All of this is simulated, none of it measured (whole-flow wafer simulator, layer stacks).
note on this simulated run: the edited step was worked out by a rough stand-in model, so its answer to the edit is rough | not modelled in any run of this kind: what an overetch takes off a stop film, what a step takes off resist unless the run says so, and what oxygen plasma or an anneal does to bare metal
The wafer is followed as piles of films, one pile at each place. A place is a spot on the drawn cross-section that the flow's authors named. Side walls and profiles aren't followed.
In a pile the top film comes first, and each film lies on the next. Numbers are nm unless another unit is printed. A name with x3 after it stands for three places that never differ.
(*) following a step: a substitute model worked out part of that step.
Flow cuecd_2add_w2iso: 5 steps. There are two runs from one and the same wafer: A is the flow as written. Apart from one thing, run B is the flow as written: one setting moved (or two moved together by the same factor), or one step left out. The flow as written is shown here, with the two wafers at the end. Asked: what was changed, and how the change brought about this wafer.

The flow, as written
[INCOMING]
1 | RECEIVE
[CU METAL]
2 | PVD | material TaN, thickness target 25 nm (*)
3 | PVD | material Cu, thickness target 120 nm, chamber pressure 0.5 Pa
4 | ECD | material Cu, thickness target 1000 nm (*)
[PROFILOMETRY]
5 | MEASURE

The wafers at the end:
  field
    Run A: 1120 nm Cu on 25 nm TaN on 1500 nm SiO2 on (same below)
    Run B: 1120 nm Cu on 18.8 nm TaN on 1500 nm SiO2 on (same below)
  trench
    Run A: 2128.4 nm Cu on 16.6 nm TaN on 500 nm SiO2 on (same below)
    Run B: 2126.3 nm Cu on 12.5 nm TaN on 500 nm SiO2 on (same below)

Cause: step 2, PVD: thickness target 18.8 nm was run, whereas the flow has thickness target 25 nm.
The wafer lets one read it off: field has TaN 18.8, and step 2 as written asks for 25 nm.

Step by step, how the change led to this:
  2 | PVD | material TaN, thickness target 25 nm (*)
      field: A TaN gains 25 (new film) | B TaN gains 18.8 (new film)
      trench: A TaN gains 16.6 (new film) | B TaN gains 12.5 (new film)
